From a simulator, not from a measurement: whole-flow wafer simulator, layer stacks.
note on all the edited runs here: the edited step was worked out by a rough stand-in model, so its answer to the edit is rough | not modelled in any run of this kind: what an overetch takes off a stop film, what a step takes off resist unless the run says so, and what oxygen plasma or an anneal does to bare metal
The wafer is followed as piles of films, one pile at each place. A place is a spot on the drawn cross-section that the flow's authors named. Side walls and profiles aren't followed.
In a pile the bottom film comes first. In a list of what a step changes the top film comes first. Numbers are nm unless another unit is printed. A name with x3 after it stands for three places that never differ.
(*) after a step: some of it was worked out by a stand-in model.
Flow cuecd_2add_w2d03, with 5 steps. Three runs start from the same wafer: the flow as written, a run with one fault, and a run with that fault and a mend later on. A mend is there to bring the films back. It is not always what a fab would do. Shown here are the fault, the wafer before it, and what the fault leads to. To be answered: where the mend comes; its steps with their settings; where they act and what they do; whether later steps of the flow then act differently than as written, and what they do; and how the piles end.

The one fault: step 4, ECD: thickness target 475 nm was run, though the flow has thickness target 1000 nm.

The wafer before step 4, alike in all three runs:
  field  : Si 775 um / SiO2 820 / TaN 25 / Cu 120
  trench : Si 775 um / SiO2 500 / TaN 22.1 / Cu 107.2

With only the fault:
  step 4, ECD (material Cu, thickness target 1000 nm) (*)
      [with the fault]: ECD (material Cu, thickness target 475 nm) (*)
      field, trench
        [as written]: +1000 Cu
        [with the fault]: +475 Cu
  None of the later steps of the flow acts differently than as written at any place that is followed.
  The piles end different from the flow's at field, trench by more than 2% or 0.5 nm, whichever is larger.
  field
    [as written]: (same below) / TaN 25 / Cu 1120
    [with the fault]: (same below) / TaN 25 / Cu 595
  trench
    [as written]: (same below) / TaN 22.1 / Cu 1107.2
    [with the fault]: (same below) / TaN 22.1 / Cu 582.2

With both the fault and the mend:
  The mend follows step 5.
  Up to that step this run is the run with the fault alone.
  step 5a, ECD (material Cu, thickness target 525 nm) (*) (a further turn of the flow's step 4, with different settings)
      field, trench
        +525 Cu
  None of the later steps of the flow acts differently than as written at any place that is followed.
  At every place that both follow, the piles at the end match the flow's.
